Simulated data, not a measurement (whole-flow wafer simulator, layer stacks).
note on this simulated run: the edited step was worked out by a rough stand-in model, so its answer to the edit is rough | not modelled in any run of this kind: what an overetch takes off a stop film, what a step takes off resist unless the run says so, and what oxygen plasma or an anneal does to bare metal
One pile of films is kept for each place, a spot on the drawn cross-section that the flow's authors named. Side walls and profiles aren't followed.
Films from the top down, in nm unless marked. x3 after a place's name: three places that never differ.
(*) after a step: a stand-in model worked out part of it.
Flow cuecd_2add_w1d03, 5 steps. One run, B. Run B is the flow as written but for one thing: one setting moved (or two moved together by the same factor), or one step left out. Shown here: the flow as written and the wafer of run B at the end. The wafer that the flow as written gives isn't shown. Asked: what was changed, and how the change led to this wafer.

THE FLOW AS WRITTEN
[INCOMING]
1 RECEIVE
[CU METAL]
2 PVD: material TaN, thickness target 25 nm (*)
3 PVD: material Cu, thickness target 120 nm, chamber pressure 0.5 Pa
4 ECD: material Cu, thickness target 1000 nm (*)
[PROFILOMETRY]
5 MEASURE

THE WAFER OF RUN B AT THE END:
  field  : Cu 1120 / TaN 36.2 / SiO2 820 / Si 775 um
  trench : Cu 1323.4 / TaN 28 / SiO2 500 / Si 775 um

The cause: step 2, PVD: thickness target 36.2 nm was run, where the flow has thickness target 25 nm.
It can be read off the wafer: field has TaN 36.2, and step 2 as written asks for 25 nm.

How the change led to this, step by step:
  2 PVD: material TaN, thickness target 25 nm (*)
      field: TaN +36.2 (new film) (as written it would be: TaN +25 (new film))
      trench: TaN +28 (new film) (as written it would be: TaN +19.4 (new film))
